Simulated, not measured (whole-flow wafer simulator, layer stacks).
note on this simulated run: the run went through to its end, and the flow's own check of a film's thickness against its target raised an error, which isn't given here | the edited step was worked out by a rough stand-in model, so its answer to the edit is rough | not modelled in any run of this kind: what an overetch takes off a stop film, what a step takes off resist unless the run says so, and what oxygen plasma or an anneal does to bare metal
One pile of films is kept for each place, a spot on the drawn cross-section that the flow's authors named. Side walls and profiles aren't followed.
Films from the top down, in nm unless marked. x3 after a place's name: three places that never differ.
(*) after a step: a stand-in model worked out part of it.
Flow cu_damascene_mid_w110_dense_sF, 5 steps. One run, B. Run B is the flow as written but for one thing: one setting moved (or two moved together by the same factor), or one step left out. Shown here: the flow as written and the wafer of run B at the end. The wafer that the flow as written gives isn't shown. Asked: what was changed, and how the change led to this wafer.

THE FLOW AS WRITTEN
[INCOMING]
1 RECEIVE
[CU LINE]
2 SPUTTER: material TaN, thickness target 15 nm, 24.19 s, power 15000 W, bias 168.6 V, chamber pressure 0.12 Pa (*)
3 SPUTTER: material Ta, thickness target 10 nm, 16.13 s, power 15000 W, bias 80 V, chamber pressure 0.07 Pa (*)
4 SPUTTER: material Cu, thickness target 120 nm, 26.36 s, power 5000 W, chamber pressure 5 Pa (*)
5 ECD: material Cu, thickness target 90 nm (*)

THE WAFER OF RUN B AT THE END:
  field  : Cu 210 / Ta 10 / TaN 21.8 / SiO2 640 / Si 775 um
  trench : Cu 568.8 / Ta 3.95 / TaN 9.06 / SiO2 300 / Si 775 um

The cause: step 2, SPUTTER: thickness target 21.8 nm was run, where the flow has thickness target 15 nm; step 2, SPUTTER: 35.08 s was run, where the flow has 24.19 s.
It can be read off the wafer: field has TaN 21.8, and step 2 as written asks for 15 nm.

How the change led to this, step by step:
  2 SPUTTER: material TaN, thickness target 15 nm, 24.19 s, power 15000 W, bias 168.6 V, chamber pressure 0.12 Pa (*)
      field: TaN +21.8 (new film) (as written it would be: TaN +15 (new film))
      trench: TaN +9.06 (new film) (as written it would be: TaN +6.23 (new film))
  4 SPUTTER: material Cu, thickness target 120 nm, 26.36 s, power 5000 W, chamber pressure 5 Pa (*)
      trench: Cu +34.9 (new film) (as written it would be: Cu +35.7 (new film))
